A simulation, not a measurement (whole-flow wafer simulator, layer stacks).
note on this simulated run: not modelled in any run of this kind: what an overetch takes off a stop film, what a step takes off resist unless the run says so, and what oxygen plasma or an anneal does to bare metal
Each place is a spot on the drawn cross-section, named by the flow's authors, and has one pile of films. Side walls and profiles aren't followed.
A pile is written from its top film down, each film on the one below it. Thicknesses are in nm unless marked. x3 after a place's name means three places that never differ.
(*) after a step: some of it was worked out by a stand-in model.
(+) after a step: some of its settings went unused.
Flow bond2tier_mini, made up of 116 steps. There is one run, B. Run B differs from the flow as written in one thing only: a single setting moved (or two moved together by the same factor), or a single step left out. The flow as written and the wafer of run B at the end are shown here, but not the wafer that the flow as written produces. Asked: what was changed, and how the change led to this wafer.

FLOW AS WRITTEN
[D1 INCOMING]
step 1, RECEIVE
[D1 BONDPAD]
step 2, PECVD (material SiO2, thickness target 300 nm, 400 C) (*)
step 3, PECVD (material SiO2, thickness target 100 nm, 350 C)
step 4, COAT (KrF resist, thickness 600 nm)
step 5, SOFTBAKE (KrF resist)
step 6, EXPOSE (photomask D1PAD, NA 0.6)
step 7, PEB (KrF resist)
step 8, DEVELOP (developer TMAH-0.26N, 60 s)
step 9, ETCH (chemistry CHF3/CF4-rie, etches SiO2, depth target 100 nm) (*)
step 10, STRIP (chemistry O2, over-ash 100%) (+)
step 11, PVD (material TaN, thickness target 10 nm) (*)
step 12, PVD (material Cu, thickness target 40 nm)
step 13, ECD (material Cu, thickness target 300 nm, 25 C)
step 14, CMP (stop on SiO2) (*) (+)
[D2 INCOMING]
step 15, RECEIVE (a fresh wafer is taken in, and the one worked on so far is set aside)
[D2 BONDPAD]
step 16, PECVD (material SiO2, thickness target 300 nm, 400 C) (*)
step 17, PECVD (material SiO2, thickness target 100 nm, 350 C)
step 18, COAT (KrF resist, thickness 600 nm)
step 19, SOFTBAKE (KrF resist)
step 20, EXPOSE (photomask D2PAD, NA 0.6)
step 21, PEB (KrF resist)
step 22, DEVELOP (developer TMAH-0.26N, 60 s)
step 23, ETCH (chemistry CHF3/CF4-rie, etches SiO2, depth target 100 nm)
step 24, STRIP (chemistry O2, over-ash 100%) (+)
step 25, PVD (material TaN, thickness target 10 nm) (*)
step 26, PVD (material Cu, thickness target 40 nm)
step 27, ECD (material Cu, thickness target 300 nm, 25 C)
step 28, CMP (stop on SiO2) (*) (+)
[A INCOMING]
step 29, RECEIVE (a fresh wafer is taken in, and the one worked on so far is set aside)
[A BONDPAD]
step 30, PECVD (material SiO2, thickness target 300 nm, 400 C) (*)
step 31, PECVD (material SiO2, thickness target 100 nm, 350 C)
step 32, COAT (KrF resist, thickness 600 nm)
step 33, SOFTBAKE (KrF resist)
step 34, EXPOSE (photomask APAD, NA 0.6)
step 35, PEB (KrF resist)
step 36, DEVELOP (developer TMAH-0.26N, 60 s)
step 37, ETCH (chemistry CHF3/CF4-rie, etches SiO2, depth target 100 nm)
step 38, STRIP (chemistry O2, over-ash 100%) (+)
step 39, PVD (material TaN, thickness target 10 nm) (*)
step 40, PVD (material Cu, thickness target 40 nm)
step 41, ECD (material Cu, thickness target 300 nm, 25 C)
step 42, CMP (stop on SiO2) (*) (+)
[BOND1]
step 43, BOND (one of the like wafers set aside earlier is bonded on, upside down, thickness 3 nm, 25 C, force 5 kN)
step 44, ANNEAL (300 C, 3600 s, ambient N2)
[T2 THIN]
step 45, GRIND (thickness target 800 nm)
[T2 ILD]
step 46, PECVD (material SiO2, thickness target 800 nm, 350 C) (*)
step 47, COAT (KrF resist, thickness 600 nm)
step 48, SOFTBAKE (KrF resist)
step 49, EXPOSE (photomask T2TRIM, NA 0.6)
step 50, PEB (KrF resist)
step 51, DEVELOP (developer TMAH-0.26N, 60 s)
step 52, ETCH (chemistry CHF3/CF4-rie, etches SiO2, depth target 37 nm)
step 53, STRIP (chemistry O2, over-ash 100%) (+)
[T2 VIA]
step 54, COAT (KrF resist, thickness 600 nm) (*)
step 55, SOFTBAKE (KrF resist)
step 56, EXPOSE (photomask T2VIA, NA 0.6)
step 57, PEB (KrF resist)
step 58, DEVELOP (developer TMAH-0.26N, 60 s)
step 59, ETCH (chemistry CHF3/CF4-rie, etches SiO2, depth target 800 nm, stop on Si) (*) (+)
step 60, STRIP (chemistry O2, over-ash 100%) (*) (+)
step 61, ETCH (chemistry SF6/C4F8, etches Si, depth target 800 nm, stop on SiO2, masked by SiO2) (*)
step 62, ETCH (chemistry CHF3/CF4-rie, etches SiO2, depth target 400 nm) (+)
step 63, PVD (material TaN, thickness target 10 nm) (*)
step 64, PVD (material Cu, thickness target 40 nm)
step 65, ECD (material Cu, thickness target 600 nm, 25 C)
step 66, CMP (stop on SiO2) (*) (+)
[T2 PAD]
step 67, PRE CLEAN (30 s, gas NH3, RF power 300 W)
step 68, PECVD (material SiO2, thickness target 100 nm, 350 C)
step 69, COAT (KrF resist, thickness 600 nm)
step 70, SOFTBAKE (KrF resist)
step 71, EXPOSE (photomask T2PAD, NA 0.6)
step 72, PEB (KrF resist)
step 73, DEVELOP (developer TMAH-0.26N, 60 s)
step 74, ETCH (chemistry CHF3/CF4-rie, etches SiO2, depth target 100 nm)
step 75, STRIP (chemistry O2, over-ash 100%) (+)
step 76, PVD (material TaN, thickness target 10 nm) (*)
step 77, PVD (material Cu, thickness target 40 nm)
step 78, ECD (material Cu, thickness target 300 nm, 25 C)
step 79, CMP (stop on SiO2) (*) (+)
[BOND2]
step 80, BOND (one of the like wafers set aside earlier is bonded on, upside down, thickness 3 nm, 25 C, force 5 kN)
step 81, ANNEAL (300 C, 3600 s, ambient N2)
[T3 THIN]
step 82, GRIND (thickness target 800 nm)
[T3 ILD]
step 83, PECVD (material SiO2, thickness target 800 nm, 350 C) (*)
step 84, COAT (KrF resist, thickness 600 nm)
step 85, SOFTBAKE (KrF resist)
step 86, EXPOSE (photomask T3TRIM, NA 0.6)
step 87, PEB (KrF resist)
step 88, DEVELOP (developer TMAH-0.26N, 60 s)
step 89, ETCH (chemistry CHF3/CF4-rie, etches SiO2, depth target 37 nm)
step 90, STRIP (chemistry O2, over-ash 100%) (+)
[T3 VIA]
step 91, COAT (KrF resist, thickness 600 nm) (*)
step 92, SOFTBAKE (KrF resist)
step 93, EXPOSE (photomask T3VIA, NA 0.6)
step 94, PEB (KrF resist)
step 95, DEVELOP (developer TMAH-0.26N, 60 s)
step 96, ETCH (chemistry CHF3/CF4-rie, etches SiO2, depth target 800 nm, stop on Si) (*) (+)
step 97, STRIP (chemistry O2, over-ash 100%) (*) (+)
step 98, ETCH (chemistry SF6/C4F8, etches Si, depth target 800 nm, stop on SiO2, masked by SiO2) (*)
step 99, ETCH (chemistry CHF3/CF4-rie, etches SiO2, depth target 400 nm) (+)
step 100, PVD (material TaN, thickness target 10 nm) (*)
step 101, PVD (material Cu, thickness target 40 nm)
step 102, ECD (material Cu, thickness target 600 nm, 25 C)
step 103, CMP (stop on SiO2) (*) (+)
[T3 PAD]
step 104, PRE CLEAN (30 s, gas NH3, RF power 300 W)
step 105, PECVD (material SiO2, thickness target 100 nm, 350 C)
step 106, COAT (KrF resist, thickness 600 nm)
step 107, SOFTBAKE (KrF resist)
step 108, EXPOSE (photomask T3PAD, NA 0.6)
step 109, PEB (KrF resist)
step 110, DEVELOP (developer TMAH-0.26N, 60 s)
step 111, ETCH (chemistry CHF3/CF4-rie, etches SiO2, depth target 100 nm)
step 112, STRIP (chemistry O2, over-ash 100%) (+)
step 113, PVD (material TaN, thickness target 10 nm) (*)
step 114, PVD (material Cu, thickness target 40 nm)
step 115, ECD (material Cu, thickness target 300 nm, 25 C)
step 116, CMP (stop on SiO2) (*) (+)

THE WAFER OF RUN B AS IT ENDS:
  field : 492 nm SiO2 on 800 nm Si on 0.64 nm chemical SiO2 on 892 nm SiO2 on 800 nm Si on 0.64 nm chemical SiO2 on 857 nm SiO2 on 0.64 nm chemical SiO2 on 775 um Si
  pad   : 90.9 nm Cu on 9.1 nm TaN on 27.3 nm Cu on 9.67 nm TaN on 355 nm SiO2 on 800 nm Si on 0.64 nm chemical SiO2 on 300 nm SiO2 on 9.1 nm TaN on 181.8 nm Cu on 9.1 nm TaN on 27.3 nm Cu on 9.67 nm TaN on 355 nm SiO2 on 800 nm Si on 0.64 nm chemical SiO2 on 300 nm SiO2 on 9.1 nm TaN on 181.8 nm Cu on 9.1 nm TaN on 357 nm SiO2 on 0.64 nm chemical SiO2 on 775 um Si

Cause: step 31, PECVD: thickness target 157 nm was run, whereas the flow has thickness target 100 nm.

The path from the change to this, step by step:
  step 31, PECVD (material SiO2, thickness target 100 nm, 350 C)
      field, pad, via: +157 SiO2 (it would be, as written: +100 SiO2)
